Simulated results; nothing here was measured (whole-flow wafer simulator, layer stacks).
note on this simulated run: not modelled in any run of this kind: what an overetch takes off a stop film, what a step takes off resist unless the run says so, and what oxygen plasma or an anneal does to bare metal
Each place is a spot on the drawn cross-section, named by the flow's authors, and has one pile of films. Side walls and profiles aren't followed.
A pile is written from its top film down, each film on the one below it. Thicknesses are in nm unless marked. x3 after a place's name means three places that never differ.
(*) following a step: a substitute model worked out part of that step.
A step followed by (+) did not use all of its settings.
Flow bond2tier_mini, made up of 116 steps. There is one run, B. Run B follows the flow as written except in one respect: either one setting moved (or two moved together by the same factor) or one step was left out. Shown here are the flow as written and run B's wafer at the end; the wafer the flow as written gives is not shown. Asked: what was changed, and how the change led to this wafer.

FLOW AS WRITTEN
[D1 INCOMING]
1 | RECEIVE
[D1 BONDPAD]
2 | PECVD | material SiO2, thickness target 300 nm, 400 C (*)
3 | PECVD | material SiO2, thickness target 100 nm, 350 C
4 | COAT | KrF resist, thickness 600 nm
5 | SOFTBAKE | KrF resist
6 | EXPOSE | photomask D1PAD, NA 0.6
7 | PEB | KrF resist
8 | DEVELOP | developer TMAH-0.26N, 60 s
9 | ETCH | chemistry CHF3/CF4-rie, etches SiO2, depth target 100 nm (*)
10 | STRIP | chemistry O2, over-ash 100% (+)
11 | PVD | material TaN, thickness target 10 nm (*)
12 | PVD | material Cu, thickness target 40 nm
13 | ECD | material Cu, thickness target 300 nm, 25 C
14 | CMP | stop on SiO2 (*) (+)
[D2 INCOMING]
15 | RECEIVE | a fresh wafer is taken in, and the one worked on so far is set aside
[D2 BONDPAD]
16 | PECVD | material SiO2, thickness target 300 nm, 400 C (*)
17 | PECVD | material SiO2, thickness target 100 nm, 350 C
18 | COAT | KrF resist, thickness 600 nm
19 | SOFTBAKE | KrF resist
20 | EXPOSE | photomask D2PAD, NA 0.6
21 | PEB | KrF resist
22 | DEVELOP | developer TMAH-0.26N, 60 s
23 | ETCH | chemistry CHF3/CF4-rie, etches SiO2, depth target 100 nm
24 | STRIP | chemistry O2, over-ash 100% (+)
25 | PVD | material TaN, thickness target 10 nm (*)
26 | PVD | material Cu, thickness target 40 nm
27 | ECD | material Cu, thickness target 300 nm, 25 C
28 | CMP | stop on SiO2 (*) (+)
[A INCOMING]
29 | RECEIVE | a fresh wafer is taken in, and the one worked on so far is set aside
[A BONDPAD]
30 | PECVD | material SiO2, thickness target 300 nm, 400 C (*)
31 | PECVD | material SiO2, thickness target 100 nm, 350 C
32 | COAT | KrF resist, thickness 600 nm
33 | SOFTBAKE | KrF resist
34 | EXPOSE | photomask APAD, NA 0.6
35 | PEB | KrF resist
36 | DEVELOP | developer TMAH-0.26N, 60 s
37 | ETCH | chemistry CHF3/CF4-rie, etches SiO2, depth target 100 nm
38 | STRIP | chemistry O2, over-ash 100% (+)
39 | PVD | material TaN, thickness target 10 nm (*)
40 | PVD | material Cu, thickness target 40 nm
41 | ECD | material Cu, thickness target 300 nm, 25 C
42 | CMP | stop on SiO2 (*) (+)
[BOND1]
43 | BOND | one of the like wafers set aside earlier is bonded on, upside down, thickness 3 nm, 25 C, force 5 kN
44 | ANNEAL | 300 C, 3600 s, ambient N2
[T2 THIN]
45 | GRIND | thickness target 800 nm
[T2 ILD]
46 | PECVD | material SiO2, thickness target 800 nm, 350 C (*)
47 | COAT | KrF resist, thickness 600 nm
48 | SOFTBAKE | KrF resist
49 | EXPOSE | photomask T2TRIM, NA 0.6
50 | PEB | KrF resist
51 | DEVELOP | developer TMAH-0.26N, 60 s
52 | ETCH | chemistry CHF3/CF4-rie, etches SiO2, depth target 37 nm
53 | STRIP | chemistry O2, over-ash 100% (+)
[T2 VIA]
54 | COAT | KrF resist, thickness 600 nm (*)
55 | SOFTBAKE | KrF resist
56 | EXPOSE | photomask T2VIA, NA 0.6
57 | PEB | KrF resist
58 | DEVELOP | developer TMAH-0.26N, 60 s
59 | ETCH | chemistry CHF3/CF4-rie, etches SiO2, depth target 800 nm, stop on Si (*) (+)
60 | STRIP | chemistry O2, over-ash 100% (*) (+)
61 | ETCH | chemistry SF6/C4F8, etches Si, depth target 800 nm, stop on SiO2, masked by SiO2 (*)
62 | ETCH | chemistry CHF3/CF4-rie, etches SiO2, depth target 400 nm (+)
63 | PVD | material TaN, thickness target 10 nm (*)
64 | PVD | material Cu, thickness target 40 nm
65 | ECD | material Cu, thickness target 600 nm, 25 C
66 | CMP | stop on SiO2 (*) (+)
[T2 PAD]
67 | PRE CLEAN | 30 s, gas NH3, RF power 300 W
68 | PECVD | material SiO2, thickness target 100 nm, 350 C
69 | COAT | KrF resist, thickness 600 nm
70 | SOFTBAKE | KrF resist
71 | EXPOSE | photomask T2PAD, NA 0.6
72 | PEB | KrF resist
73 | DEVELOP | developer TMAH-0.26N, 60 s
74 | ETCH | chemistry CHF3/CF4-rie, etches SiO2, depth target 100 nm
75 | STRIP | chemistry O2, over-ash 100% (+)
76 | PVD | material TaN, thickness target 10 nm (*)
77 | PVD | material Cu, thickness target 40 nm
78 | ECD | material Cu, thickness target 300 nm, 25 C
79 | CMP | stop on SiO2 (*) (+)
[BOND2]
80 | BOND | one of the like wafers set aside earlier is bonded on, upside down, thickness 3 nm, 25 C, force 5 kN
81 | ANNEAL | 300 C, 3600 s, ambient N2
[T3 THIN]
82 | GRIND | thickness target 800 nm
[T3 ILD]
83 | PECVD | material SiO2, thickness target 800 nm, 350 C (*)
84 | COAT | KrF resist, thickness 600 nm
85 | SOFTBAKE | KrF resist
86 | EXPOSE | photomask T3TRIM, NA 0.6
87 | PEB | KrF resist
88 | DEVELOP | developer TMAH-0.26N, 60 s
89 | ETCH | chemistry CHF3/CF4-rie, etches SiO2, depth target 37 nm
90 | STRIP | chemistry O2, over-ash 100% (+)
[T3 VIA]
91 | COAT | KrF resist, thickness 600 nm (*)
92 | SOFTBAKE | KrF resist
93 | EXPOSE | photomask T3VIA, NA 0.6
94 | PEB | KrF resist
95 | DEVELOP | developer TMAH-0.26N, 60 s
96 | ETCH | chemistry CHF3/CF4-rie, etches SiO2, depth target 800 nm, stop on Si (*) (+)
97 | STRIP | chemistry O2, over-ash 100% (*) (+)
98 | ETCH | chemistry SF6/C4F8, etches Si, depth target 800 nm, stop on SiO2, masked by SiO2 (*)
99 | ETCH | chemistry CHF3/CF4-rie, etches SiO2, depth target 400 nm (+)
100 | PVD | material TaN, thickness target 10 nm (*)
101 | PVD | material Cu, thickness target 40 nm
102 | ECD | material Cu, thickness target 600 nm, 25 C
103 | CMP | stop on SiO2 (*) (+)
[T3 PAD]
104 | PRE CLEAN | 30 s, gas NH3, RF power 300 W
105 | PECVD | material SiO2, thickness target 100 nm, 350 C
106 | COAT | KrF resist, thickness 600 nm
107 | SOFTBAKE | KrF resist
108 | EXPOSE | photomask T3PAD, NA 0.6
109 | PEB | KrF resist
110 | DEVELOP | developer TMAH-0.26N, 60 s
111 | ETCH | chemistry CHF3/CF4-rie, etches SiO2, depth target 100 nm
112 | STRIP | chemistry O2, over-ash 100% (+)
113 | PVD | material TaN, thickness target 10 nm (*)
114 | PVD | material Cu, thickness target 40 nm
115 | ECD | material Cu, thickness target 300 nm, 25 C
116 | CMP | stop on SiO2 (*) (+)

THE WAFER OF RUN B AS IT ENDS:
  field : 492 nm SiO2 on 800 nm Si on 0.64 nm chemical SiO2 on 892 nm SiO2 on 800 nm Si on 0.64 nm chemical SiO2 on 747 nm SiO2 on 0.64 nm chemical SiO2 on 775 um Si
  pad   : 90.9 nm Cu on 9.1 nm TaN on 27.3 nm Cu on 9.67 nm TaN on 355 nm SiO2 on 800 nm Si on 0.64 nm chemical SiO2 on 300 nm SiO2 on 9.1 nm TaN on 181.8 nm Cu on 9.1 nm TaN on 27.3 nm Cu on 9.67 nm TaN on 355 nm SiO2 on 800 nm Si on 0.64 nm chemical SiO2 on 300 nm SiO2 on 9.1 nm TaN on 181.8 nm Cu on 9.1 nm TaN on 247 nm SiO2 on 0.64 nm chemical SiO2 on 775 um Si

The reason: step 31, PECVD: thickness target 47 nm was run, though the flow has thickness target 100 nm.

Step by step, how the change led to this:
  31 | PECVD | material SiO2, thickness target 100 nm, 350 C
      field, pad, via: SiO2 gains 47 (in the flow as written it would be: SiO2 gains 100)
